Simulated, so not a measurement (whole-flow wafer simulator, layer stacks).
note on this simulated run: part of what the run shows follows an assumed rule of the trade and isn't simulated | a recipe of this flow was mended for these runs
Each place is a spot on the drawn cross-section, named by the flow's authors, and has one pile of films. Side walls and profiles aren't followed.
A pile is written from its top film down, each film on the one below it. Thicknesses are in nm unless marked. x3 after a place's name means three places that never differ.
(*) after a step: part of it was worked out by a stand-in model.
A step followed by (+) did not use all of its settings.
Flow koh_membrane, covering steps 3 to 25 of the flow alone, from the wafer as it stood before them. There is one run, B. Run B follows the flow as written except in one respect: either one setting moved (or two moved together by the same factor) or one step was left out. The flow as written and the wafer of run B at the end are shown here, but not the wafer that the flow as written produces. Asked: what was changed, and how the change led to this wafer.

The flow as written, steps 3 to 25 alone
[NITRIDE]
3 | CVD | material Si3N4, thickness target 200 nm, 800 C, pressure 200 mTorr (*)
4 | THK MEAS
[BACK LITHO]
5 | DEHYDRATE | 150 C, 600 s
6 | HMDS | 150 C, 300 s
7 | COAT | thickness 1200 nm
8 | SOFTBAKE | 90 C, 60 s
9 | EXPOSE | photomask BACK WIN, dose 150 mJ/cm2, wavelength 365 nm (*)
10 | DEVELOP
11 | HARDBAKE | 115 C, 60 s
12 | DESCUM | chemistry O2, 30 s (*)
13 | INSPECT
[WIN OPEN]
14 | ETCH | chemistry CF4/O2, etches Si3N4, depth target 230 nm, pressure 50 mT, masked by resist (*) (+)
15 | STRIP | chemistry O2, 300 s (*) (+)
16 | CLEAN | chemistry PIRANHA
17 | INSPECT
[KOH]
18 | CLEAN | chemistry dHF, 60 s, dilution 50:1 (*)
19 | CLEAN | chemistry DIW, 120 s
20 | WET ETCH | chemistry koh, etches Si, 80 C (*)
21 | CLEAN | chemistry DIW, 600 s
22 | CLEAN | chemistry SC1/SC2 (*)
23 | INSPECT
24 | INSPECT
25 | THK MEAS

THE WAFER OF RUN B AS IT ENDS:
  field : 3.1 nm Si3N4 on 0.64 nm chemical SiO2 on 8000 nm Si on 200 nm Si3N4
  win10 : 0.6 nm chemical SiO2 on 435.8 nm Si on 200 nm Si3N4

What caused this: step 3, CVD: 620 C was run, while the flow as written has 800 C.

Step by step, how the change led to this:
  3 | CVD | material Si3N4, thickness target 200 nm, 800 C, pressure 200 mTorr (*)
      field, win20 x4, win10: +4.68 Si3N4 (new film) (in the flow as written it would be: +200 Si3N4 (new film))
  14 | ETCH | chemistry CF4/O2, etches Si3N4, depth target 230 nm, pressure 50 mT, masked by resist (*) (+)
      win20 x4, win10: -4.68 Si3N4 (all of it), -0.64 chemical SiO2 (all of it), -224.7 Si (in the flow as written it would be: -200 Si3N4 (all of it), -0.64 chemical SiO2 (all of it), -29.4 Si)
  20 | WET ETCH | chemistry koh, etches Si, 80 C (*)
      win20 x4: -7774 Si (all of it) (in the flow as written it would be: -7969.3 Si (all of it))
